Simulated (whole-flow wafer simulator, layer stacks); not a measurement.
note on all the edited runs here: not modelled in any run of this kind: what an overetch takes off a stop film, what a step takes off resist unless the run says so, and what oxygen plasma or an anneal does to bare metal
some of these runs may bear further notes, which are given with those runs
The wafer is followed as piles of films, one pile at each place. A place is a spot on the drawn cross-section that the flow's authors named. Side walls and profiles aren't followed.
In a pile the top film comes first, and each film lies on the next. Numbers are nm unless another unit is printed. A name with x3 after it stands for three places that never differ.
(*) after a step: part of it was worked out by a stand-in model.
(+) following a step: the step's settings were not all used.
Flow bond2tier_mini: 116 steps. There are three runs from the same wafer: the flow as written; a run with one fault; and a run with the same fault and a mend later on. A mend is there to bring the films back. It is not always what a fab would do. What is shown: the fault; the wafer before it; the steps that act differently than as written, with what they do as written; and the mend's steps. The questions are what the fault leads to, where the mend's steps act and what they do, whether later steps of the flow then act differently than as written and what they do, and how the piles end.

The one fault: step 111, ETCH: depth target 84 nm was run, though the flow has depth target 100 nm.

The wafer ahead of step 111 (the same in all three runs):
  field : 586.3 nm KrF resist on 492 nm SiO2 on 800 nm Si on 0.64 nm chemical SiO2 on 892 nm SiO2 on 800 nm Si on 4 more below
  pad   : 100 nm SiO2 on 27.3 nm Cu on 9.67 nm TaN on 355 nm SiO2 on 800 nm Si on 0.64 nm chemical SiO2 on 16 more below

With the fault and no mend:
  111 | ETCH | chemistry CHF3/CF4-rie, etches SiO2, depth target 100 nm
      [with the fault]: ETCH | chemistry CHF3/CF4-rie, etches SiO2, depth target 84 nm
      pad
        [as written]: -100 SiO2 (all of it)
        [with the fault]: -84 SiO2
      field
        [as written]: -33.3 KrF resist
        [with the fault]: -28 KrF resist
  Steps further on in the flow that do not act as written (not shown: 3 more steps that differ only slightly, by at most 2% or 0.5 nm, whichever is larger):
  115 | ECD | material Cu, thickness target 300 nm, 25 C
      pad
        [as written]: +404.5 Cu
        [with the fault]: +387.8 Cu
  The piles end different from the flow's at pad by more than 2% or 0.5 nm, whichever is larger.
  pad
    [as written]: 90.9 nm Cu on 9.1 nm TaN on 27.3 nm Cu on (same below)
    [with the fault]: 74.8 nm Cu on 9.24 nm TaN on 16 nm SiO2 on 27.3 nm Cu on (same below)

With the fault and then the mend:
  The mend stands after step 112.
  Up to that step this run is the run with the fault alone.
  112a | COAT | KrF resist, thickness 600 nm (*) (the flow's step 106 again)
      field
        +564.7 KrF resist (new film)
      pad
        +636.9 KrF resist (new film)
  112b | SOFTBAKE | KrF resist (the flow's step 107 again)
      alters no film at any place that is followed
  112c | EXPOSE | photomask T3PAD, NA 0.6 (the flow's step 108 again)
      alters no film at any place that is followed
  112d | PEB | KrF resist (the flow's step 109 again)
      alters no film at any place that is followed
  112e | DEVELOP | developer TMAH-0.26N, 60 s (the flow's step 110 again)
      field
        -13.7 KrF resist
      pad
        -636.9 KrF resist (all of it)
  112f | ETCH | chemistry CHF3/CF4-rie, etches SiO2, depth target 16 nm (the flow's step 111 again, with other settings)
      field
        -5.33 KrF resist
      pad
        -16 SiO2 (all of it)
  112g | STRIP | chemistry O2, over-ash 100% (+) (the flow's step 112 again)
      field
        -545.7 KrF resist (all of it)
  Every later step of the flow that is run acts as written at every place that is followed.
  By the end, the piles equal the flow's at every place that both follow.
